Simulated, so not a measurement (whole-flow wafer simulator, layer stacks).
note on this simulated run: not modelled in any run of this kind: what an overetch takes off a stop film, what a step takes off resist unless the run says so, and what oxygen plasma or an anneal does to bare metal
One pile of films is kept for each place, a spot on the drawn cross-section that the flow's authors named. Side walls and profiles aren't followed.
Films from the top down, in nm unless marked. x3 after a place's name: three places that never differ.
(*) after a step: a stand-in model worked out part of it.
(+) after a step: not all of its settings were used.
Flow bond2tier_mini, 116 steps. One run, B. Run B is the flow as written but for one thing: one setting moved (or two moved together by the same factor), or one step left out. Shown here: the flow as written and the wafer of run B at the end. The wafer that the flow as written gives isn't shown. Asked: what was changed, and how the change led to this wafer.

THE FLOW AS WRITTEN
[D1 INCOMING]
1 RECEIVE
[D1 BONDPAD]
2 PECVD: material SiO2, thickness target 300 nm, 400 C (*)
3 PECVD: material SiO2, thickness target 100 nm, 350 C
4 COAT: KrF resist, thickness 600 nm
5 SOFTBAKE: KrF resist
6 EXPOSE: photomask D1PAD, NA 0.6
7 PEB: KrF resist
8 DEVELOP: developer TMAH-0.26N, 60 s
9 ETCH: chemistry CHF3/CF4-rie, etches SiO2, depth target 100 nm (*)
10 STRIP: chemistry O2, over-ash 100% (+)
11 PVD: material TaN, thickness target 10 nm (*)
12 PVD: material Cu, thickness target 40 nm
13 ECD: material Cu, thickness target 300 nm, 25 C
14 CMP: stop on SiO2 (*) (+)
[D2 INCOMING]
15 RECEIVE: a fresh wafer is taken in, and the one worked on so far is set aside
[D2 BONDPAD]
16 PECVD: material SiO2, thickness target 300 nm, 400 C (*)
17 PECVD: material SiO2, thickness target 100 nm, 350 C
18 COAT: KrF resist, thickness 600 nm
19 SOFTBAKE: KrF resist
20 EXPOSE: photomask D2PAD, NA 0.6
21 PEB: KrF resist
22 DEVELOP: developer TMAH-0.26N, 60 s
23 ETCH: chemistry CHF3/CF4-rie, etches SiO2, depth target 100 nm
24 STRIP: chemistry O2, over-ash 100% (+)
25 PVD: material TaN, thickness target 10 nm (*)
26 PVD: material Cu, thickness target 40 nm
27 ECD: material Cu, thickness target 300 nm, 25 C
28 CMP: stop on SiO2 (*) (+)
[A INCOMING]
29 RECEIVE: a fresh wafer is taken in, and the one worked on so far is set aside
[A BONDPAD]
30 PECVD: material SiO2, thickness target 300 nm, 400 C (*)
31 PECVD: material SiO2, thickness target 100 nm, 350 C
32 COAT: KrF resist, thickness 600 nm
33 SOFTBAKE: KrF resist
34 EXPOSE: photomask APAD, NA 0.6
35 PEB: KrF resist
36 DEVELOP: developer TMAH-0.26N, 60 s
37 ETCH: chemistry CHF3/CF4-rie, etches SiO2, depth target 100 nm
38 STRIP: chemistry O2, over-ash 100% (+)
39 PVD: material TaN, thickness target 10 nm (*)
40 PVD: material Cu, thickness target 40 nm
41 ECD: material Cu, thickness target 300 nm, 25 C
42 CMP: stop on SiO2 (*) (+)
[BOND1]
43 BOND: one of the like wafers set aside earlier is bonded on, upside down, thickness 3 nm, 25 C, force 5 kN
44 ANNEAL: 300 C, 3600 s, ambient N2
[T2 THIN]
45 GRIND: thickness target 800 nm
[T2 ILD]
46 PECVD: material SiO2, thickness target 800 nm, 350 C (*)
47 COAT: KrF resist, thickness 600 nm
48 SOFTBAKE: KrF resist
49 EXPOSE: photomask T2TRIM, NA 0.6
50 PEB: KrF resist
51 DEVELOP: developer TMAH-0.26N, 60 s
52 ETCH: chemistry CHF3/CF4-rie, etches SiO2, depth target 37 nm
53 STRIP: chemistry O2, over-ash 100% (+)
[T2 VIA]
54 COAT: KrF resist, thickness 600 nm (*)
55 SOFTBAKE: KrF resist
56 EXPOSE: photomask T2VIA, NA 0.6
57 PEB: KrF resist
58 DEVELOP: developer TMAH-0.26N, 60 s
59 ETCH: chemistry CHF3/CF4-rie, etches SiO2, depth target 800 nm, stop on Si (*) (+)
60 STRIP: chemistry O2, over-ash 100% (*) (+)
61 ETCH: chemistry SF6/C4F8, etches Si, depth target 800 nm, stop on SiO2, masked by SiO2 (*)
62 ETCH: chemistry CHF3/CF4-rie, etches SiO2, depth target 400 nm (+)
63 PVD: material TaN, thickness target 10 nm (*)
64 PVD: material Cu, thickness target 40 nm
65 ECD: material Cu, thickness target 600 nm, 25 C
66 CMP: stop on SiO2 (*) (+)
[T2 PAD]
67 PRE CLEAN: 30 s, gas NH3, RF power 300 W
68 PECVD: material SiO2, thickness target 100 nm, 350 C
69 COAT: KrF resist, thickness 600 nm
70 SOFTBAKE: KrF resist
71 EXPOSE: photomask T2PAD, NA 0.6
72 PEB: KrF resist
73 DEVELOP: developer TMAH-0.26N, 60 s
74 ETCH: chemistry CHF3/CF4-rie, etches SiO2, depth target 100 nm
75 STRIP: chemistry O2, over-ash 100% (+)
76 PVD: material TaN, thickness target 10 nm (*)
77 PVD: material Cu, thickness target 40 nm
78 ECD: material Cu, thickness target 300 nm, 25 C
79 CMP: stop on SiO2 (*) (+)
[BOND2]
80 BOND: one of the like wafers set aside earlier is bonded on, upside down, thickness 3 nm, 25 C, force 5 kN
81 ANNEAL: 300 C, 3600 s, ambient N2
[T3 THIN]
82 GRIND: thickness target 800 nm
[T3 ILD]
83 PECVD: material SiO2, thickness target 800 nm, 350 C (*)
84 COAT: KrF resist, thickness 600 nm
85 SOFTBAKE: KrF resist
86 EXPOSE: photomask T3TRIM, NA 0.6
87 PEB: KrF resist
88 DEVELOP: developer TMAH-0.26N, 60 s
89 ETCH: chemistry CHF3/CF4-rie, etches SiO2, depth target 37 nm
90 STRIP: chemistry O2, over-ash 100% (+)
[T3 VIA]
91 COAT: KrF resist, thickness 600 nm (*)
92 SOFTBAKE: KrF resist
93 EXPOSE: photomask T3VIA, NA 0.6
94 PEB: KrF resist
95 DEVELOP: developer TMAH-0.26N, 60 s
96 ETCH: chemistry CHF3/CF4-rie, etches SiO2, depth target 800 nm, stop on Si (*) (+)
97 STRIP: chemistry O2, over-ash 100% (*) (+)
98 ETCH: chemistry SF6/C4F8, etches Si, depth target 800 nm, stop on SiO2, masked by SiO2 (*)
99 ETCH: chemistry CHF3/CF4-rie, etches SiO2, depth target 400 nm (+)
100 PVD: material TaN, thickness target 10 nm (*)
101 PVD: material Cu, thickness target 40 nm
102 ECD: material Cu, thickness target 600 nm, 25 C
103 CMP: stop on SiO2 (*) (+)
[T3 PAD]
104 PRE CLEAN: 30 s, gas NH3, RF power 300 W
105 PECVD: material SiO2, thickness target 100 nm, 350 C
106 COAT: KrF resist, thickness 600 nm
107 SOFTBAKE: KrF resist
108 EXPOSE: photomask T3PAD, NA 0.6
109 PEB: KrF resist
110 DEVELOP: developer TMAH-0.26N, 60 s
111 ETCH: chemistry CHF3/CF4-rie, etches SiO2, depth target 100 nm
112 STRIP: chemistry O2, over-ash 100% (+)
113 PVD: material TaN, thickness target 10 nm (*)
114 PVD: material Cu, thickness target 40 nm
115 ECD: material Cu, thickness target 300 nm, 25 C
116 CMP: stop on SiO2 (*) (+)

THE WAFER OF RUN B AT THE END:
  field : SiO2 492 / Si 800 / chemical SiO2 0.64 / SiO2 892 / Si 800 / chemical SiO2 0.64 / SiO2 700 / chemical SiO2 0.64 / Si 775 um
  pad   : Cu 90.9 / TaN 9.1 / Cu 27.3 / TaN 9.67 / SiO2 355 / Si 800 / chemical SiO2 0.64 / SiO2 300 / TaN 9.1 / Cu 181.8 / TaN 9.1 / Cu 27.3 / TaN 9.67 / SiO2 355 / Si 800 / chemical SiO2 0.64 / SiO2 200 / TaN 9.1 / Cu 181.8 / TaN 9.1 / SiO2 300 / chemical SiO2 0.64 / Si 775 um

The cause: step 3, PECVD: material SiO2, thickness target 100 nm, 350 C, was left out.

How the change led to this, step by step:
  43 BOND: one of the like wafers set aside earlier is bonded on, upside down, thickness 3 nm, 25 C, force 5 kN
      field: Si +775 um (new film), chemical SiO2 +0.64 (new film), SiO2 +300 (as written it would be: Si +775 um (new film), chemical SiO2 +0.64 (new film), SiO2 +400)
      pad: Si +775 um (new film), chemical SiO2 +0.64 (new film), SiO2 +200 (new film), TaN +9.1 (new film), Cu +90.9 (as written it would be: Si +775 um (new film), chemical SiO2 +0.64 (new film), SiO2 +300 (new film), TaN +9.1 (new film), Cu +90.9)
      (and at 1 more place)
